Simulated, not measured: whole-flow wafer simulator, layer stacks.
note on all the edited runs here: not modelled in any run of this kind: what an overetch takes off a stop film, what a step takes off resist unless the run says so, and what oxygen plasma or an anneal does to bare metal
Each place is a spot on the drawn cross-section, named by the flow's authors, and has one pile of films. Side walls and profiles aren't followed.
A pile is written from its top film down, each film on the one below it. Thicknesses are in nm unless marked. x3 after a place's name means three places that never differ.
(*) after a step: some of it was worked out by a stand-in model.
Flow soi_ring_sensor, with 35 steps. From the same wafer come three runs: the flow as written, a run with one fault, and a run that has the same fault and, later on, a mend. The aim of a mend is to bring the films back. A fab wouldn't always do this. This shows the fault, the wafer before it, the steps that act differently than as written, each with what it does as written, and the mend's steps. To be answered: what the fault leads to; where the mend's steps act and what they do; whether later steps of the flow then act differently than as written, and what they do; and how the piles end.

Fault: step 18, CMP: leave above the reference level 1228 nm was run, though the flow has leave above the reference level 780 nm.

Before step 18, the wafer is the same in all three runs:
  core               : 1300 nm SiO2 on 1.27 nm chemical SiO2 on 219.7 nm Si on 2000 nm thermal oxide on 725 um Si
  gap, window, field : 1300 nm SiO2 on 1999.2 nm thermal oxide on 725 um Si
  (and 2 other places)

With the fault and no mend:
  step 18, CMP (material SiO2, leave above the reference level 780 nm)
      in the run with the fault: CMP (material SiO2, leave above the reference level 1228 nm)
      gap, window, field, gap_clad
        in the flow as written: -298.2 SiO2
        in the run with the fault: nothing
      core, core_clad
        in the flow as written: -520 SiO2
        in the run with the fault: -72 SiO2
  Steps further on in the flow that do not act as written (not shown: 1 more step that differs only slightly, by at most 2% or 0.5 nm, whichever is larger):
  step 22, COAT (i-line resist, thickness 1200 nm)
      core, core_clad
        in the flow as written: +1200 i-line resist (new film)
        in the run with the fault: +1070.3 i-line resist (new film)
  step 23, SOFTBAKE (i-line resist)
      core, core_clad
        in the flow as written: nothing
        in the run with the fault: -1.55 i-line resist
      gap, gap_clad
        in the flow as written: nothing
        in the run with the fault: -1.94 i-line resist
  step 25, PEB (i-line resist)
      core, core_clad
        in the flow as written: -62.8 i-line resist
        in the run with the fault: -55.7 i-line resist
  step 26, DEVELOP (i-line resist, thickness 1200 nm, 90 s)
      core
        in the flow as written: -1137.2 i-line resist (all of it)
        in the run with the fault: -1013.1 i-line resist (all of it)
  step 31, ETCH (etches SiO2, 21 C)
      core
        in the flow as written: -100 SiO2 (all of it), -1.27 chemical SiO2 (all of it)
        in the run with the fault: -462 SiO2
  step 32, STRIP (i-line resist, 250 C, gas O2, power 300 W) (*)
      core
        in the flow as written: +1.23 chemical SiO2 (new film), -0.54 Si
        in the run with the fault: nothing
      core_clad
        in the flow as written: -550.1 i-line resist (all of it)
        in the run with the fault: -426.3 i-line resist (all of it)
  The piles end different from the flow's at core, field, core_clad by more than 2% or 0.5 nm, whichever is larger.
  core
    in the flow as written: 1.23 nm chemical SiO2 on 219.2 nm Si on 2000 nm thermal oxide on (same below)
    in the run with the fault: 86 nm SiO2 on 1.27 nm chemical SiO2 on 219.7 nm Si on 2000 nm thermal oxide on (same below)
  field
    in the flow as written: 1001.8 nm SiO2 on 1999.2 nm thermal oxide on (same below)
    in the run with the fault: 1300 nm SiO2 on 1999.2 nm thermal oxide on (same below)
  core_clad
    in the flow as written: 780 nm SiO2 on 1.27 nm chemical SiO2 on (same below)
    in the run with the fault: 1228 nm SiO2 on 1.27 nm chemical SiO2 on (same below)

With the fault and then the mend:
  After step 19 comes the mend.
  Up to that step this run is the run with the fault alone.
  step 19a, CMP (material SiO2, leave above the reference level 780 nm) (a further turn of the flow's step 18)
      gap, window, field, gap_clad
        -298.2 SiO2
      core, core_clad
        -448 SiO2
  Every later step of the flow that is run acts as written at every place that is followed.
  At every place that both follow, the piles at the end match the flow's.
